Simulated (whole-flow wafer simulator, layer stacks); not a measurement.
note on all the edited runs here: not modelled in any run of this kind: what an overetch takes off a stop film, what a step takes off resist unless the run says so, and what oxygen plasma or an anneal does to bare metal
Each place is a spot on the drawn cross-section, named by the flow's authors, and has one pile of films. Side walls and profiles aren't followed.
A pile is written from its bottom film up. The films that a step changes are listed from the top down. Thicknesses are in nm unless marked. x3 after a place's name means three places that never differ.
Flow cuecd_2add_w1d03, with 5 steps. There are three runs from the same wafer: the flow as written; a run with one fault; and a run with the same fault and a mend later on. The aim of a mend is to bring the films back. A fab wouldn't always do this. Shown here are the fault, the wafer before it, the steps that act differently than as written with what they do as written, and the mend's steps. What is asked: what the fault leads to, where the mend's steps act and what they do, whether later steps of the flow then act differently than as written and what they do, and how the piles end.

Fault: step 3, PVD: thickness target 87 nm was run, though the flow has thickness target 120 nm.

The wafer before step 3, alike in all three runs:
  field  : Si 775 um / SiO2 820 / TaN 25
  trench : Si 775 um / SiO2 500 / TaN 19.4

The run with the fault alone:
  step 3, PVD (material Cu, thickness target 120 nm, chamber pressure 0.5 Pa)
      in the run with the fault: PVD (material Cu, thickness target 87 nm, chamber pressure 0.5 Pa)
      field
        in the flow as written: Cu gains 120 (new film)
        in the run with the fault: Cu gains 87 (new film)
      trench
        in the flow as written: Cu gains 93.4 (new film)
        in the run with the fault: Cu gains 67.8 (new film)
  Later steps of the flow that are run all act as written at every place that is followed, up to a difference of at most 2% or 0.5 nm, whichever is larger.
  By the end, the piles at field, trench depart from the flow's by more than 2% or 0.5 nm, whichever is larger.
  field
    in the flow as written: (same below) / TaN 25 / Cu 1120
    in the run with the fault: (same below) / TaN 25 / Cu 1087
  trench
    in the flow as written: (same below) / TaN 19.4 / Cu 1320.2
    in the run with the fault: (same below) / TaN 19.4 / Cu 1285.4

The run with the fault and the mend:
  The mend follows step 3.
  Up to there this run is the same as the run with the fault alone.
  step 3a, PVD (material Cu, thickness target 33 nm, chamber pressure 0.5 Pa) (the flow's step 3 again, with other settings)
      field
        Cu gains 33
      trench
        Cu gains 24.8
  Later steps of the flow that are run all act as written at every place that is followed, up to a difference of at most 2% or 0.5 nm, whichever is larger.
  By the end, the piles equal the flow's at every place that both follow.
